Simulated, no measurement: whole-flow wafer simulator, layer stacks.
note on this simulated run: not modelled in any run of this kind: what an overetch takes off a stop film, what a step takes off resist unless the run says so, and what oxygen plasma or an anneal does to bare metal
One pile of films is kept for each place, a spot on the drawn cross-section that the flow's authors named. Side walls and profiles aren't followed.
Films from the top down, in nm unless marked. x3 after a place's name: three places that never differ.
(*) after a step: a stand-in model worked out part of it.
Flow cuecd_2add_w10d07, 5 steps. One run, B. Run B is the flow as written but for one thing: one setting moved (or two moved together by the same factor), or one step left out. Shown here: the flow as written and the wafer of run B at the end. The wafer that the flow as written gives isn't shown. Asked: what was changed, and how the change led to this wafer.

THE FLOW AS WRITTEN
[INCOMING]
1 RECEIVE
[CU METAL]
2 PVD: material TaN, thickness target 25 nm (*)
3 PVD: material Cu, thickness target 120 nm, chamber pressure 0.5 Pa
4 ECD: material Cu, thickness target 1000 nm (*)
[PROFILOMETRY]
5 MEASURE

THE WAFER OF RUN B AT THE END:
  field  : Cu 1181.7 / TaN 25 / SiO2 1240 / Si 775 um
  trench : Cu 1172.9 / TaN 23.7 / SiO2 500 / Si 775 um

The cause: step 3, PVD: thickness target 181.7 nm was run, where the flow has thickness target 120 nm.

How the change led to this, step by step:
  3 PVD: material Cu, thickness target 120 nm, chamber pressure 0.5 Pa
      field: Cu +181.7 (new film) (as written it would be: Cu +120 (new film))
      trench: Cu +172.9 (new film) (as written it would be: Cu +114 (new film))
